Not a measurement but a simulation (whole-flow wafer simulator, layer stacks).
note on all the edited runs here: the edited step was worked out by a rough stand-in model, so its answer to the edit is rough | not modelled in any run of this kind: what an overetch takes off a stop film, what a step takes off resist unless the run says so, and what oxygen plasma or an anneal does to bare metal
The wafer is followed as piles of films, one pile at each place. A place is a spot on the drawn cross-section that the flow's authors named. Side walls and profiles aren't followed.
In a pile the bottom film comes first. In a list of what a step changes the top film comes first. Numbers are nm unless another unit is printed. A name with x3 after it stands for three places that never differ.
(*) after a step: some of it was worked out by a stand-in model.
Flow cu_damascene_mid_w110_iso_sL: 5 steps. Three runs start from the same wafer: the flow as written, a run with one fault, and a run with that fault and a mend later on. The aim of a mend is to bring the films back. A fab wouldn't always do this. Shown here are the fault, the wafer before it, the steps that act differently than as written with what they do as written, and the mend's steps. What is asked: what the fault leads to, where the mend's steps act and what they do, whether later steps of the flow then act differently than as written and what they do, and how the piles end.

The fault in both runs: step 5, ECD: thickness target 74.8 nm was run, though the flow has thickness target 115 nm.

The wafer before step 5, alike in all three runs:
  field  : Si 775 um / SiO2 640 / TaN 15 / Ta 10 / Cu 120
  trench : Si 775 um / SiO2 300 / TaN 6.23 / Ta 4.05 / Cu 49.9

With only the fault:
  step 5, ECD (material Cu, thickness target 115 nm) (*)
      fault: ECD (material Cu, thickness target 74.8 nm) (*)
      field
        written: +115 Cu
        fault: +74.8 Cu
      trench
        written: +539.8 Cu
        fault: +499.6 Cu
  Every later step of the flow that is run acts as written at every place that is followed.
  At field, trench, the piles at the end differ from the flow's by more than 2% or 0.5 nm, whichever is larger.
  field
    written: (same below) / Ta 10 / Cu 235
    fault: (same below) / Ta 10 / Cu 194.8
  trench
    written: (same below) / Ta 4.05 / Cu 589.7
    fault: (same below) / Ta 4.05 / Cu 549.5

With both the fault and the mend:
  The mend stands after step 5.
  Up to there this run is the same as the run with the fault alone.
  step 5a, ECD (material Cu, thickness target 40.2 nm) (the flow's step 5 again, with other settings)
      field, trench
        +40.2 Cu
  Every later step of the flow that is run acts as written at every place that is followed.
  At every place that both follow, the piles at the end match the flow's.
